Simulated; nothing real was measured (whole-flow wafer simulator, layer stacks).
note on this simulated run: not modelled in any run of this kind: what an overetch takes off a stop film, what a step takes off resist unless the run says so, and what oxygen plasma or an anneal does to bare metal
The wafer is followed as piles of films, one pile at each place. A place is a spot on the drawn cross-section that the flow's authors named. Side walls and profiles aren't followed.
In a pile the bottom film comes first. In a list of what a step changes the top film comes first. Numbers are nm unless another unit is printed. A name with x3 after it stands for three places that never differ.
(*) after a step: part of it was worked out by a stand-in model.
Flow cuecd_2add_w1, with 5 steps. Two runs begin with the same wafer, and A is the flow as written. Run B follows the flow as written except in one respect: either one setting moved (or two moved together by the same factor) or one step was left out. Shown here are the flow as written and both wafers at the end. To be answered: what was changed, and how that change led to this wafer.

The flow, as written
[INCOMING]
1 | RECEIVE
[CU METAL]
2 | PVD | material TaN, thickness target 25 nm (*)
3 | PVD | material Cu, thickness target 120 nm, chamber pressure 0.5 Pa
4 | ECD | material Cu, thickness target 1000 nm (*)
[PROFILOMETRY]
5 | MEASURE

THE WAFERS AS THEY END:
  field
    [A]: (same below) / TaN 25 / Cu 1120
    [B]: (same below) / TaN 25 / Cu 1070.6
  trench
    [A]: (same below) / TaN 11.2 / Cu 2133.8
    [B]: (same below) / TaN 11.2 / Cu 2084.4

The reason: step 3, PVD: thickness target 70.6 nm was run, though the flow has thickness target 120 nm.

Step by step, how the change led to this:
  3 | PVD | material Cu, thickness target 120 nm, chamber pressure 0.5 Pa
      field: A Cu gains 120 (new film) | B Cu gains 70.6 (new film)
      trench: A Cu gains 53.6 (new film) | B Cu gains 32 (new film)
